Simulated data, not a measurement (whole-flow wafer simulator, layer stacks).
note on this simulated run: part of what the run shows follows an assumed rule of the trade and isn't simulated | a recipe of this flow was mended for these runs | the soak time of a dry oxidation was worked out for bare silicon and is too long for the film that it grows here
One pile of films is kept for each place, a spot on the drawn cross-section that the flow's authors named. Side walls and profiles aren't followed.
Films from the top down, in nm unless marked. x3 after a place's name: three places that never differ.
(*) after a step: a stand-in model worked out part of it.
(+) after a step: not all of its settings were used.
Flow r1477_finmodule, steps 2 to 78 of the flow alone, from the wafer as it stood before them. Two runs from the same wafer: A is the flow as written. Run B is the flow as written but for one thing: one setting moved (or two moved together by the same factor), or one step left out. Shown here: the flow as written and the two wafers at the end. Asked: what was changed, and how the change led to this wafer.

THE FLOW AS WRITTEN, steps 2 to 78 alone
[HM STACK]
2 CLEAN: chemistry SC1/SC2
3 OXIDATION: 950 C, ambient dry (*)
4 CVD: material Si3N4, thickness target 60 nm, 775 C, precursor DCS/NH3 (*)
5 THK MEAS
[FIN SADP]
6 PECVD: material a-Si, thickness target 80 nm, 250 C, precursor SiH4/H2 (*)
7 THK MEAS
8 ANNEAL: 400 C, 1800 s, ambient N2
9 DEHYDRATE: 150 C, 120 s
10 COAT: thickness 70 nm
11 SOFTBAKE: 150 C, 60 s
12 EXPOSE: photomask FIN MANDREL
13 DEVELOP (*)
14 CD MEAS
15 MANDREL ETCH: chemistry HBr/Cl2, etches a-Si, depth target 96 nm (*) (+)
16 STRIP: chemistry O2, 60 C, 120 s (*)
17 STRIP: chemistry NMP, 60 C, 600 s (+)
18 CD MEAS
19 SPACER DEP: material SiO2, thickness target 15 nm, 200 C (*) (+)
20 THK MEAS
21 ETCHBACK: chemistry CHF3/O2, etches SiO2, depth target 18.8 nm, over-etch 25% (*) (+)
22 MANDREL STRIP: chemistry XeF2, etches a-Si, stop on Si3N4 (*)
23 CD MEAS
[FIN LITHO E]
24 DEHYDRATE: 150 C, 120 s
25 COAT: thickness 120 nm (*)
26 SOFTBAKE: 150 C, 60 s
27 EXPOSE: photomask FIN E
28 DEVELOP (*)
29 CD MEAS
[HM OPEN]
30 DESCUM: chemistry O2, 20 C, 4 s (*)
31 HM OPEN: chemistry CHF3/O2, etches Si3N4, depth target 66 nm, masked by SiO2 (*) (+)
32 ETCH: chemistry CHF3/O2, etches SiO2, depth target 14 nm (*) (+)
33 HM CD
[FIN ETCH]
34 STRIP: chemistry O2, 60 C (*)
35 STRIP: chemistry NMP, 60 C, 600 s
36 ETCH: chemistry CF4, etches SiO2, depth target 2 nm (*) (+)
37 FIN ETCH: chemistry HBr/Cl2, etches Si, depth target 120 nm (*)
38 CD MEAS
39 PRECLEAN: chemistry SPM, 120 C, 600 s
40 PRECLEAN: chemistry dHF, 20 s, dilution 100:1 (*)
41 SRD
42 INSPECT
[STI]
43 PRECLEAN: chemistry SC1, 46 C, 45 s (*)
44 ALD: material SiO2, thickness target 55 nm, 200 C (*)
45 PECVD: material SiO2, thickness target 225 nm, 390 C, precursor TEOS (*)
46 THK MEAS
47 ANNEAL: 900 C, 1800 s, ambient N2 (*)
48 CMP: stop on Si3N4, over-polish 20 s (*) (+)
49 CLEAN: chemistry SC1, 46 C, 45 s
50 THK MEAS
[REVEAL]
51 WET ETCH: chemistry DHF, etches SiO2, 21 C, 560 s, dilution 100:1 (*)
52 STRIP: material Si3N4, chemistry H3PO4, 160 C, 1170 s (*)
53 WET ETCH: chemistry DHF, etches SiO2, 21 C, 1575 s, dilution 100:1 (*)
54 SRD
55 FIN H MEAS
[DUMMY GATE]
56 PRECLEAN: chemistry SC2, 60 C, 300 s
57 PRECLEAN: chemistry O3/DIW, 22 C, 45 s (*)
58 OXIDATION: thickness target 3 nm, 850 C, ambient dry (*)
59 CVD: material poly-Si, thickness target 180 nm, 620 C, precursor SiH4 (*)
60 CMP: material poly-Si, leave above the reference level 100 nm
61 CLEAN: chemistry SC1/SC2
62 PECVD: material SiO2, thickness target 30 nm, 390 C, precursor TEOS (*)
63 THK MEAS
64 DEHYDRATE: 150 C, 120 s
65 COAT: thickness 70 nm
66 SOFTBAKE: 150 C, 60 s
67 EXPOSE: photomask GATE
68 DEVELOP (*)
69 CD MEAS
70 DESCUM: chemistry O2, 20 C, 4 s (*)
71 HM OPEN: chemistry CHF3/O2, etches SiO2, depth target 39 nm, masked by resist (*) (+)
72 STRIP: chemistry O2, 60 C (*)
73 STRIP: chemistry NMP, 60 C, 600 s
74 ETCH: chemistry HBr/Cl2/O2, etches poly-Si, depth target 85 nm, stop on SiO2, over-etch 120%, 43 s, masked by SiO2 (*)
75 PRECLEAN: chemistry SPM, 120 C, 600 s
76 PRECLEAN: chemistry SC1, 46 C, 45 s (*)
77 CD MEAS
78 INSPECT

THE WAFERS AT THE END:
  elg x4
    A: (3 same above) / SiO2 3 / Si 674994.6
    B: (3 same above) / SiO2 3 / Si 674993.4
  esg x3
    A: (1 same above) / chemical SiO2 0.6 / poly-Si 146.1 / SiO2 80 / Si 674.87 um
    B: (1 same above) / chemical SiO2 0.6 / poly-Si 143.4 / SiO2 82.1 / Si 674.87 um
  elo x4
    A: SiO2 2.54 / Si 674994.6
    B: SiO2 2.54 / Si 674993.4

The cause: step 3, OXIDATION: 973 C was run, where the flow has 950 C.

How the change led to this, step by step:
  3 OXIDATION: 950 C, ambient dry (*)
      pad, padg, elg x4 and 30 more: A SiO2 +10 (new film), chemical SiO2 -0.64 (all of it), Si -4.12 | B SiO2 +12.7 (new film), chemical SiO2 -0.64 (all of it), Si -5.3
  32 ETCH: chemistry CHF3/O2, etches SiO2, depth target 14 nm (*) (+)
      pad, padg, esg x3 and 11 more: A SiO2 -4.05 (all of it), Si -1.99 | B SiO2 -6.74 (all of it), Si -1.45
      s40cg, s45cg, s50cg, s40co, s45co, s50co: A SiO2 -7 (all of it), Si -1.4 | B SiO2 -9.69 (all of it), Si -0.86
  48 CMP: stop on Si3N4, over-polish 20 s (*) (+)
      pad, padg: A SiO2 -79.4 | B SiO2 -77.3
  53 WET ETCH: chemistry DHF, etches SiO2, 21 C, 1575 s, dilution 100:1 (*)
      elg x4, elo x4: A SiO2 -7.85 (all of it) | B SiO2 -10.5 (all of it)
      s40sg_line, s45sg_line, s50sg_line, s40so_line, s45so_line, s50so_line: A SiO2 -8.51 (all of it) | B SiO2 -11.2 (all of it)
  60 CMP: material poly-Si, leave above the reference level 100 nm
      pad, padg: A poly-Si -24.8 | B poly-Si -27.4
